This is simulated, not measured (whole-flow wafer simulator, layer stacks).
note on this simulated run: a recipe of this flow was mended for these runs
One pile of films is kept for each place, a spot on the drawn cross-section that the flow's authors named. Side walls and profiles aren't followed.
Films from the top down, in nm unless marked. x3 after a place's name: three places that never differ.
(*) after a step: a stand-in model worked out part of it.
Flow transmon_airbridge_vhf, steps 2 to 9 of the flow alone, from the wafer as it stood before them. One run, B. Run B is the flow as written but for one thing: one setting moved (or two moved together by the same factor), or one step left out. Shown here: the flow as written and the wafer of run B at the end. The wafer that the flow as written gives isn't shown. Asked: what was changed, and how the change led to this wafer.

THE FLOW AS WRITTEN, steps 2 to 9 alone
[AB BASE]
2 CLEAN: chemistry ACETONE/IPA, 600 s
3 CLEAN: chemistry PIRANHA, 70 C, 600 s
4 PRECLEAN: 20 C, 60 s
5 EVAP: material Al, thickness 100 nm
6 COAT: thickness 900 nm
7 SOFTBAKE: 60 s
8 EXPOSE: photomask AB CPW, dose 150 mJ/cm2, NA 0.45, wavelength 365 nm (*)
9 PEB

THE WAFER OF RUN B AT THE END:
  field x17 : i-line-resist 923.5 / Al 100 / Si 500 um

The cause: step 6, COAT: thickness 974 nm was run, where the flow has thickness 900 nm.

How the change led to this, step by step:
  6 COAT: thickness 900 nm
      field x17: i-line-resist +974 (new film) (as written it would be: i-line-resist +900 (new film))
  9 PEB
      field x17: i-line-resist -50.5 (as written it would be: i-line-resist -46.5)
